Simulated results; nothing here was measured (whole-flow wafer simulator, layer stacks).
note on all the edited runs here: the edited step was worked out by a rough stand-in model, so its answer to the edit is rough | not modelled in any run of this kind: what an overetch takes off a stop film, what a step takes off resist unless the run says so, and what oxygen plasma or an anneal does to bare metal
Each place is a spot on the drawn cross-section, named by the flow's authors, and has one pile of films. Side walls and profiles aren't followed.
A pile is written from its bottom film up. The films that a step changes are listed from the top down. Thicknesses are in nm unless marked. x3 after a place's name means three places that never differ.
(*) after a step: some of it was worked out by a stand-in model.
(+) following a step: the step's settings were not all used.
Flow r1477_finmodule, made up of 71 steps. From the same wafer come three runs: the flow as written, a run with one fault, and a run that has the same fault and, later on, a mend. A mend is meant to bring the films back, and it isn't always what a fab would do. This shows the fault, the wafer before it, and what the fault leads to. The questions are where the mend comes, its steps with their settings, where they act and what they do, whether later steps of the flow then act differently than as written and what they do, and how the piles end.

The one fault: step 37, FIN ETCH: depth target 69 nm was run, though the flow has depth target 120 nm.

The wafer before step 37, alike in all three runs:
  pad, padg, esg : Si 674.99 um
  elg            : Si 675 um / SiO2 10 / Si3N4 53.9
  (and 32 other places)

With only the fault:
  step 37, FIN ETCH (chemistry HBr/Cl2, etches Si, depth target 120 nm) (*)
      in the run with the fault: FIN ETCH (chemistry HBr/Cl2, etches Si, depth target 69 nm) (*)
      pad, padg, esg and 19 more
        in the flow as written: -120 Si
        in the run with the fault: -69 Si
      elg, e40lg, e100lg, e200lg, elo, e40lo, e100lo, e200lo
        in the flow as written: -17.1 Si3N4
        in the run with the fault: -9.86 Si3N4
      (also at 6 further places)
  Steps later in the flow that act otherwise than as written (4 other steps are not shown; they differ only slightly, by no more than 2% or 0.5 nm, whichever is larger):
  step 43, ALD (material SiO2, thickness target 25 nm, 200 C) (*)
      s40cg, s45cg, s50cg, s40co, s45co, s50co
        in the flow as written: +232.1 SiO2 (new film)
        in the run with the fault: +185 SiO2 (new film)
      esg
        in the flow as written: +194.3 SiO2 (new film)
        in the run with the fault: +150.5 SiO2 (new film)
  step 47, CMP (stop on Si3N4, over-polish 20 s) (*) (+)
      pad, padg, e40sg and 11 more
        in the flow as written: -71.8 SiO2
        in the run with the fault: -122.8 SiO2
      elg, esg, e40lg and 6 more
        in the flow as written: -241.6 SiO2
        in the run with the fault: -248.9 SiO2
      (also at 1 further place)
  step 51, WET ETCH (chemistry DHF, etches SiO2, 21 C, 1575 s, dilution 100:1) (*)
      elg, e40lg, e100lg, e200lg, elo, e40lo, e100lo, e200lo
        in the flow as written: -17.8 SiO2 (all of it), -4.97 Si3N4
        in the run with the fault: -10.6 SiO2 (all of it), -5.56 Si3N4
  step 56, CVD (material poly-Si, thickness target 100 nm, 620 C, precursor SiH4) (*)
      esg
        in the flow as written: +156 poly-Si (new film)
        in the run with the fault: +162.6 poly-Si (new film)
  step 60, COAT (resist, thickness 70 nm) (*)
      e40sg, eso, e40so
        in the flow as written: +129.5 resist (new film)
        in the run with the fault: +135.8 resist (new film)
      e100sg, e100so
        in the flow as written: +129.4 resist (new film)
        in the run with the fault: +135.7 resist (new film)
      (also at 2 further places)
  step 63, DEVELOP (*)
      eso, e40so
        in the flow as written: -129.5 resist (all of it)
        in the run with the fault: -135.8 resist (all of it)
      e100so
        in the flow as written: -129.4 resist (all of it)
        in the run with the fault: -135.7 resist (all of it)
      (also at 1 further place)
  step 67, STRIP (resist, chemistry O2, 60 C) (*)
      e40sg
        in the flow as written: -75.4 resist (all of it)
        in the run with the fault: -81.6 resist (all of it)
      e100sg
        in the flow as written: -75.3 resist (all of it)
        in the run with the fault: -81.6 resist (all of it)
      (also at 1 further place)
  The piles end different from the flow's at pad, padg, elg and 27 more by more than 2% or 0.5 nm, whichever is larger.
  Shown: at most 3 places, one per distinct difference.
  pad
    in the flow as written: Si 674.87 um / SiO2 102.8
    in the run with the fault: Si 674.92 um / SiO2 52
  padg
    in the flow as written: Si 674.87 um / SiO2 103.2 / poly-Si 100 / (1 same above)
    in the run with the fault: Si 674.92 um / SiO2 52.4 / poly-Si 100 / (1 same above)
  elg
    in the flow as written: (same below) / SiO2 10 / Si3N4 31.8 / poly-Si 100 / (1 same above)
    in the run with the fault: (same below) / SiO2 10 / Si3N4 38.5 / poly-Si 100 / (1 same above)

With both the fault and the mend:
  The mend stands after step 38.
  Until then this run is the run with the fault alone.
  step 38a, FIN ETCH (chemistry HBr/Cl2, etches Si, depth target 51 nm) (*) (a further turn of the flow's step 37, with different settings)
      pad, padg, esg and 19 more
        -51 Si
      elg, e40lg, e100lg, e200lg, elo, e40lo, e100lo, e200lo
        -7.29 Si3N4
      s40sg_line, s45sg_line, s50sg_line, s40so_line, s45so_line, s50so_line
        -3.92 SiO2
  None of the later steps of the flow acts differently than as written at any place that is followed.
  At every place that both follow, the piles at the end match the flow's.
